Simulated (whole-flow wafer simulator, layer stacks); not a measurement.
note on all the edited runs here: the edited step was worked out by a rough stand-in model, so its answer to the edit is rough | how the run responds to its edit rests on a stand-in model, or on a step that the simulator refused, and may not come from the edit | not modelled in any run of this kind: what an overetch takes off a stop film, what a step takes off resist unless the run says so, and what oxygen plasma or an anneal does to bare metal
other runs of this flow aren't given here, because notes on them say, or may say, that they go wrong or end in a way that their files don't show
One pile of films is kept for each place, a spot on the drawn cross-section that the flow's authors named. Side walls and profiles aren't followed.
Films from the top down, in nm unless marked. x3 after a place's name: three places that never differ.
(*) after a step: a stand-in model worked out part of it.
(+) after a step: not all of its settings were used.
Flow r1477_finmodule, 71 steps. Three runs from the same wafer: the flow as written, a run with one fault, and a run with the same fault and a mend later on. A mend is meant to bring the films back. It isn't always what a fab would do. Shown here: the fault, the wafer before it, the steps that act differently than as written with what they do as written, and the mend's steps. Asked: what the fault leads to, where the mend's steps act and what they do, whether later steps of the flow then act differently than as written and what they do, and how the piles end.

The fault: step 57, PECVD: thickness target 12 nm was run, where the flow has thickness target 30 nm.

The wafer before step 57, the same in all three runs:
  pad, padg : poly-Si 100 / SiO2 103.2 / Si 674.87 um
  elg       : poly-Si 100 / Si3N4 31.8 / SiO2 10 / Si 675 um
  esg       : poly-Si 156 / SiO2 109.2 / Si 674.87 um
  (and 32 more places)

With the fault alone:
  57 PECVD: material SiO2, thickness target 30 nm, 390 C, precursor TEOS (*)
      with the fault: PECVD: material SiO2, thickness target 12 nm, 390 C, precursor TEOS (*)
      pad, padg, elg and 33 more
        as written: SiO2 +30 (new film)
        with the fault: SiO2 +12 (new film)
  Later steps of the flow that act differently than as written (3 more steps differ only slightly, by at most 2% or 0.5 nm, whichever is larger, and aren't shown):
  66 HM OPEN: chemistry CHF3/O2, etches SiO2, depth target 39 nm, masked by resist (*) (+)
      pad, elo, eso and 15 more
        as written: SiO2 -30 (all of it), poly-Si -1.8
        with the fault: SiO2 -12 (all of it), poly-Si -1.2
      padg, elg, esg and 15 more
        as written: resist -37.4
        with the fault: resist -17.2
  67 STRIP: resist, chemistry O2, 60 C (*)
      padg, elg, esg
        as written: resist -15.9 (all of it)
        with the fault: resist -36 (all of it)
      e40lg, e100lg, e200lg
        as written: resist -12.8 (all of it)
        with the fault: resist -32.9 (all of it)
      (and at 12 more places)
  At the end the piles differ from the flow's by more than 2% or 0.5 nm, whichever is larger, at padg, elg, esg and 15 more.
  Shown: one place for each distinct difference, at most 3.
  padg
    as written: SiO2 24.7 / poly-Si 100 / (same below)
    with the fault: SiO2 6.7 / poly-Si 100 / (same below)
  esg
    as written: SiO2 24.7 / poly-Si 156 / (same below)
    with the fault: SiO2 6.7 / poly-Si 156 / (same below)
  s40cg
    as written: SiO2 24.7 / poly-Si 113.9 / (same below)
    with the fault: SiO2 6.7 / poly-Si 113.9 / (same below)

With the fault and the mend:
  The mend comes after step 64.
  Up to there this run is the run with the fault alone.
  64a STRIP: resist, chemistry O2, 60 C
      padg, elg, esg
        resist -70 (all of it)
      e40lg, e100lg, e200lg
        resist -66.9 (all of it)
      s40sg, s45sg
        resist -91 (all of it)
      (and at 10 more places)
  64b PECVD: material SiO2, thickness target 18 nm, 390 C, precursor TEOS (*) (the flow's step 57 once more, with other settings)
      pad, padg, elg and 33 more
        SiO2 +18
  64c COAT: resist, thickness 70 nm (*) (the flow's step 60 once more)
      e40lg, e100lg, e200lg, elo, e40lo, e100lo, e200lo
        resist +66.9 (new film)
      pad, padg, elg, esg
        resist +70 (new film)
      s40sg, s45sg, s40so, s45so
        resist +91 (new film)
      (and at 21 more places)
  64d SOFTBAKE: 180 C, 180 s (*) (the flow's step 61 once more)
      changes no film at any place that is followed
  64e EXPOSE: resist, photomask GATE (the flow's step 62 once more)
      changes no film at any place that is followed
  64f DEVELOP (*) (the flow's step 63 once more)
      elo, e40lo, e100lo, e200lo
        resist -66.9 (all of it)
      eso, e40so
        resist -129.5 (all of it)
      s40so, s45so
        resist -91 (all of it)
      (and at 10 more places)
  No later step of the flow acts differently than as written at any place that is followed.
  At the end the piles are the same as the flow's at every place that both follow.
